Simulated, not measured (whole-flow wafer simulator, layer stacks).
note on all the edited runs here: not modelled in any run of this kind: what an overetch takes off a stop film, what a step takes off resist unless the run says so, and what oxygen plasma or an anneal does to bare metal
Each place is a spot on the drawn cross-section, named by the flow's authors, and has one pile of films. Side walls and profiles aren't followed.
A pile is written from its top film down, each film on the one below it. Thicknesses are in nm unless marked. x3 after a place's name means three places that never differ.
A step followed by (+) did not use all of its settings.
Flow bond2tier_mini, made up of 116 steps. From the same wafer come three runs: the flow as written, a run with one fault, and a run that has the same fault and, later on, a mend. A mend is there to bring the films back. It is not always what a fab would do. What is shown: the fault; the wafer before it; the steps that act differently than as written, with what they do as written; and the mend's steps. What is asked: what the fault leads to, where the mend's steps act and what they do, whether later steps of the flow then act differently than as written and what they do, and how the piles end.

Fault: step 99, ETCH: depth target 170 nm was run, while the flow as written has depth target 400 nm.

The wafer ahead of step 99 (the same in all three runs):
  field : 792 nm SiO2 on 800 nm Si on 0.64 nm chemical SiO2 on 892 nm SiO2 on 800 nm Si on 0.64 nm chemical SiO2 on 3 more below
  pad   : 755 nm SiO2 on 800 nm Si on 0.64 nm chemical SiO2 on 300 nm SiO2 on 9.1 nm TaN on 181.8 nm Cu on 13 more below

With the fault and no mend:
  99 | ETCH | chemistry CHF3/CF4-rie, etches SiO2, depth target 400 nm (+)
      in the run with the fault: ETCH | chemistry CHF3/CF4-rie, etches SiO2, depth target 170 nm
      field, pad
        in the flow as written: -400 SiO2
        in the run with the fault: -170 SiO2
  Later steps of the flow that are run all act as written at every place that is followed.
  The piles end different from the flow's at field, pad by more than 2% or 0.5 nm, whichever is larger.
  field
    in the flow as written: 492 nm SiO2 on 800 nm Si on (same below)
    in the run with the fault: 722 nm SiO2 on 800 nm Si on (same below)
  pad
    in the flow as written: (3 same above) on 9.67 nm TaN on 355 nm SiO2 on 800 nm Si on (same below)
    in the run with the fault: (3 same above) on 9.67 nm TaN on 585 nm SiO2 on 800 nm Si on (same below)

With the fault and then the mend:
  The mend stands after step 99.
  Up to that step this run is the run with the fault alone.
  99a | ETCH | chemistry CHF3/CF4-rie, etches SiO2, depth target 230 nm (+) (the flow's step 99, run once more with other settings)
      field, pad
        -230 SiO2
  Later steps of the flow that are run all act as written at every place that is followed.
  At every place that both follow, the piles at the end match the flow's.
